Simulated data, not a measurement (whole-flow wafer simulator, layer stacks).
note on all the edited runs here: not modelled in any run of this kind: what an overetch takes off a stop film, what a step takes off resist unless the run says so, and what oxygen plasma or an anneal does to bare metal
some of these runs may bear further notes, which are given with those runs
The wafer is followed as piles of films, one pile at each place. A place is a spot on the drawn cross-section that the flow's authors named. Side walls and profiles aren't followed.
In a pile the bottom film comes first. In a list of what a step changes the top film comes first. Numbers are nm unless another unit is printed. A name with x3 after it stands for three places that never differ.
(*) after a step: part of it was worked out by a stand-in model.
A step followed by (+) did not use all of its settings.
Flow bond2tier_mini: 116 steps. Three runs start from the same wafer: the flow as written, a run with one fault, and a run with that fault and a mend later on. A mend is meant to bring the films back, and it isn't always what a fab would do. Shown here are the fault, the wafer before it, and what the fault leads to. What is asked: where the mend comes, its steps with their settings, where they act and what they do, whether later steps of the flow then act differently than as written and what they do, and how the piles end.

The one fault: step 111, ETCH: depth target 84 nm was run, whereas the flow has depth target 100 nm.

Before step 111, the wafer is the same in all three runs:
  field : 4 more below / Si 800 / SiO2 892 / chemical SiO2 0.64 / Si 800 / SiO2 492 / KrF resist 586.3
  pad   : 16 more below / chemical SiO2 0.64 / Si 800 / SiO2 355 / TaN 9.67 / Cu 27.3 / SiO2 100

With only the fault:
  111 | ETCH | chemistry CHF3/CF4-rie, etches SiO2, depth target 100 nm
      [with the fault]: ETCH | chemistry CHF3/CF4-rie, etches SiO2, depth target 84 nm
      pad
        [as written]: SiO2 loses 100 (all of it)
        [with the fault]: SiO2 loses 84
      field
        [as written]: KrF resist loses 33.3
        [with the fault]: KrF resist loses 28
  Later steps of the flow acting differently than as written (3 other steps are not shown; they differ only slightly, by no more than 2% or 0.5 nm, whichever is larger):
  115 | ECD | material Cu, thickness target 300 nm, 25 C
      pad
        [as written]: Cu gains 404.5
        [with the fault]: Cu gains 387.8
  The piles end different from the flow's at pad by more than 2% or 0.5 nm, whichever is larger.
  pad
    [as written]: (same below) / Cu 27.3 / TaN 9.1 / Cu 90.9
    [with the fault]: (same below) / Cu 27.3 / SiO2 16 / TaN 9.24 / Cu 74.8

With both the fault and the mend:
  After step 112 comes the mend.
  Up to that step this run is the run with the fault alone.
  112a | COAT | KrF resist, thickness 600 nm (*) (the flow's step 106, run once more)
      field
        KrF resist gains 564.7 (new film)
      pad
        KrF resist gains 636.9 (new film)
  112b | SOFTBAKE | KrF resist (the flow's step 107, run once more)
      does not change any film at any place that is followed
  112c | EXPOSE | photomask T3PAD, NA 0.6 (the flow's step 108, run once more)
      does not change any film at any place that is followed
  112d | PEB | KrF resist (the flow's step 109, run once more)
      does not change any film at any place that is followed
  112e | DEVELOP | developer TMAH-0.26N, 60 s (the flow's step 110, run once more)
      field
        KrF resist loses 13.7
      pad
        KrF resist loses 636.9 (all of it)
  112f | ETCH | chemistry CHF3/CF4-rie, etches SiO2, depth target 16 nm (the flow's step 111, run once more with other settings)
      field
        KrF resist loses 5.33
      pad
        SiO2 loses 16 (all of it)
  112g | STRIP | chemistry O2, over-ash 100% (+) (the flow's step 112, run once more)
      field
        KrF resist loses 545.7 (all of it)
  Later steps of the flow that are run all act as written at every place that is followed.
  By the end, the piles equal the flow's at every place that both follow.
